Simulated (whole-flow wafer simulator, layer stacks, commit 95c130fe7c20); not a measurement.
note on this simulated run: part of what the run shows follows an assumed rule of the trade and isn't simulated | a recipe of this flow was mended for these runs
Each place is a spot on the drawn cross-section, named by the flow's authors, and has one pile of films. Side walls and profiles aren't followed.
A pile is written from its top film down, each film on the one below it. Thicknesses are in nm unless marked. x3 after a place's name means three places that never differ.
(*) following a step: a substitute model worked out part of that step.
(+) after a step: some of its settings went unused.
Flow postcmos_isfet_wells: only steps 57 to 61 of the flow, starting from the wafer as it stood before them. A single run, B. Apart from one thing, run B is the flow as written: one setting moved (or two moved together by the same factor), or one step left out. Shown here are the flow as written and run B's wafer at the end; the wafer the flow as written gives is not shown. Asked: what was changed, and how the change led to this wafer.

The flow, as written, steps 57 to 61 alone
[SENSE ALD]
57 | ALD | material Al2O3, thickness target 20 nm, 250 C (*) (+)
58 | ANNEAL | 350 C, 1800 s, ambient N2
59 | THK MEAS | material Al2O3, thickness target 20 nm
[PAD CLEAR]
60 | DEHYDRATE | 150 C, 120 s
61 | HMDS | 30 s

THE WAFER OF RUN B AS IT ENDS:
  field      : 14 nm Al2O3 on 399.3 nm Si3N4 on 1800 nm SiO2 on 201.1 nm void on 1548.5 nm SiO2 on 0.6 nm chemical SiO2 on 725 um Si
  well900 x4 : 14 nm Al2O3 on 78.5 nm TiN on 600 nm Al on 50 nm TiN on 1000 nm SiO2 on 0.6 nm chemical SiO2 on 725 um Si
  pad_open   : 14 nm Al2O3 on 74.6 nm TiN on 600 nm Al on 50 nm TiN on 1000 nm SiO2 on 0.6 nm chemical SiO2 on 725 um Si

The reason: step 57, ALD: thickness target 14 nm was run, though the flow has thickness target 20 nm.
The wafer itself shows it: field has Al2O3 14, and step 57 as written asks for 20 nm.

How this came from the change, step by step:
  57 | ALD | material Al2O3, thickness target 20 nm, 250 C (*) (+)
      field, margin x3, well900 x4, pad_open: Al2O3 gains 14 (new film) (as written it would have been: Al2O3 gains 20 (new film))
